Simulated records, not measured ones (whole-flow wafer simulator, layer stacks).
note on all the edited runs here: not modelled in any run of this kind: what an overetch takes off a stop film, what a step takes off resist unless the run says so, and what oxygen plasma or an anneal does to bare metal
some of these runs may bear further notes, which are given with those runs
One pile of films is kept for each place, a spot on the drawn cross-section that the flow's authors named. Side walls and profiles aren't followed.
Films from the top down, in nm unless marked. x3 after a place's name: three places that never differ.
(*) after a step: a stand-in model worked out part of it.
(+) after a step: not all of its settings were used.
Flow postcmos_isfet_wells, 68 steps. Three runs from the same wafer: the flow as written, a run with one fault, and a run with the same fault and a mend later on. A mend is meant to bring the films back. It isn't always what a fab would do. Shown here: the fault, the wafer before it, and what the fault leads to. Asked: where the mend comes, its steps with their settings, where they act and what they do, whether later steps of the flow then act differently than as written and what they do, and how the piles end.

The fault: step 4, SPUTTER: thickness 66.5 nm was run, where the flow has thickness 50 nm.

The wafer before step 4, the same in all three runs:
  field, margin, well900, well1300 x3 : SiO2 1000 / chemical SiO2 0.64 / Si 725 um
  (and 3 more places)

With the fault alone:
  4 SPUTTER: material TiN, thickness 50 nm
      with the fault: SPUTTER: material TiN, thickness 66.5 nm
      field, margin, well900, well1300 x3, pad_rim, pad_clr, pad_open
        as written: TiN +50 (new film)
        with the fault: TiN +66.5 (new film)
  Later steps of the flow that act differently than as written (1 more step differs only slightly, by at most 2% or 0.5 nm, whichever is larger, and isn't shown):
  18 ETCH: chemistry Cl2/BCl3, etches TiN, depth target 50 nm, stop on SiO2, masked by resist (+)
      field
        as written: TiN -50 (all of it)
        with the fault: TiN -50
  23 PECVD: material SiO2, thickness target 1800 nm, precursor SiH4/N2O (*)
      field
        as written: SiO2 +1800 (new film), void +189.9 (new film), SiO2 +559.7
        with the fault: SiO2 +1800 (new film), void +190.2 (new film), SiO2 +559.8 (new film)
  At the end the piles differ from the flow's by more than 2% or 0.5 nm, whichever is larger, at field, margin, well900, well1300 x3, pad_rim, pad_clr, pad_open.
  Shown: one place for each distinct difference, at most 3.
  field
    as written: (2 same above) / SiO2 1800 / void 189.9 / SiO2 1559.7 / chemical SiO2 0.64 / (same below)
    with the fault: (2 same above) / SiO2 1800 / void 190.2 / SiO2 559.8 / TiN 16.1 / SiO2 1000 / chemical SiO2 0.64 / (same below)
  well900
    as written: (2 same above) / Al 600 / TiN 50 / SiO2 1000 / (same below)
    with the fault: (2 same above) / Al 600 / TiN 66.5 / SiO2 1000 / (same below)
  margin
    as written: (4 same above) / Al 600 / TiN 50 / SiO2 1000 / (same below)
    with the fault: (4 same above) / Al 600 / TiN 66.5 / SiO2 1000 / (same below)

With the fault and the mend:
  The mend comes after step 4.
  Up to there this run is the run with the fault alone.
  4a ETCH: chemistry peroxide tin strip, depth target 76.47 nm
      field, margin, well900, well1300 x3, pad_rim, pad_clr, pad_open
        TiN -66.5 (all of it)
  4b SPUTTER: material TiN, thickness 50 nm (the flow's step 4 once more)
      field, margin, well900, well1300 x3, pad_rim, pad_clr, pad_open
        TiN +50 (new film)
  No later step of the flow acts differently than as written at any place that is followed.
  At the end the piles are the same as the flow's at every place that both follow.
